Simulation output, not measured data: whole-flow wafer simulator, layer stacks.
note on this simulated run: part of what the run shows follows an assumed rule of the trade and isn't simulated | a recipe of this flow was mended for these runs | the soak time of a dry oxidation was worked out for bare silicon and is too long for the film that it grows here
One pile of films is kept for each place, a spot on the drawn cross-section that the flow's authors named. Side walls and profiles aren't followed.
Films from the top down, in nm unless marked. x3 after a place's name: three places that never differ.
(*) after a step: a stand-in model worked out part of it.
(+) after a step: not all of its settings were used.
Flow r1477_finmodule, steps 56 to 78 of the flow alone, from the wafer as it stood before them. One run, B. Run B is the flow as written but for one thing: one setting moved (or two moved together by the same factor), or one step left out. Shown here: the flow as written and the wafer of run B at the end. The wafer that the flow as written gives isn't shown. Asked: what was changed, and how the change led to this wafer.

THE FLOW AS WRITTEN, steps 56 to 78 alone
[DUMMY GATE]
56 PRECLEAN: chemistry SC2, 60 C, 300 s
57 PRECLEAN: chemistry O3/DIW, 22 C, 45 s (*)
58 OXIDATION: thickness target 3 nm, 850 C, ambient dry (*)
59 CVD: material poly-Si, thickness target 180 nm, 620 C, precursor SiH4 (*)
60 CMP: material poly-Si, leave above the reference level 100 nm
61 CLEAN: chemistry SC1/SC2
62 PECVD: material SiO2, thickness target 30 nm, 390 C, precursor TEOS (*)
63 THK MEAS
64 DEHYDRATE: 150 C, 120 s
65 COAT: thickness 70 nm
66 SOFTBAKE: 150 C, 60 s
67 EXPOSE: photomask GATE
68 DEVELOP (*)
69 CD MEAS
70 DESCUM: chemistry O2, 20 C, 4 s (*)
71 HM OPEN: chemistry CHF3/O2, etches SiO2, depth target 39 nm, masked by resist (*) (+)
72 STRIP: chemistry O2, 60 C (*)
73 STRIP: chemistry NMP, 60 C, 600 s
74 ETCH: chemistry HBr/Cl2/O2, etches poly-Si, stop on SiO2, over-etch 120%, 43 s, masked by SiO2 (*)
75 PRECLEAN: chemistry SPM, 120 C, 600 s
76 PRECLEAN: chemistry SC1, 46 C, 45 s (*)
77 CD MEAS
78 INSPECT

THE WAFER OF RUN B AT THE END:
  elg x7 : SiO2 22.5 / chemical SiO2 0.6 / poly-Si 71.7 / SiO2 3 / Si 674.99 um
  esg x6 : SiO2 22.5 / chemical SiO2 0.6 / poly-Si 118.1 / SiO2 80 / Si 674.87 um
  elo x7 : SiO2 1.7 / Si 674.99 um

The cause: step 60, CMP: leave above the reference level 72 nm was run, where the flow has leave above the reference level 100 nm.

How the change led to this, step by step:
  60 CMP: material poly-Si, leave above the reference level 100 nm
      elg x7, esg x6, s40cg x3, elo x7, eso x6, s40co x3: poly-Si -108 (as written it would be: poly-Si -80)
      pad, padg: poly-Si -52.8 (as written it would be: poly-Si -24.8)
      (and at 2 more places)
  74 ETCH: chemistry HBr/Cl2/O2, etches poly-Si, stop on SiO2, over-etch 120%, 43 s, masked by SiO2 (*)
      eso x6, e200so, s40co x3: chemical SiO2 -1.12 (all of it), poly-Si -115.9 (all of it), SiO2 -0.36 (as written it would be: chemical SiO2 -1.12 (all of it), poly-Si -143.9 (all of it), SiO2 -0.22)
      elo x7: chemical SiO2 -1.12 (all of it), poly-Si -69.6 (all of it), SiO2 -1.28 (as written it would be: chemical SiO2 -1.12 (all of it), poly-Si -97.6 (all of it), SiO2 -0.45)
      (and at 1 more place)
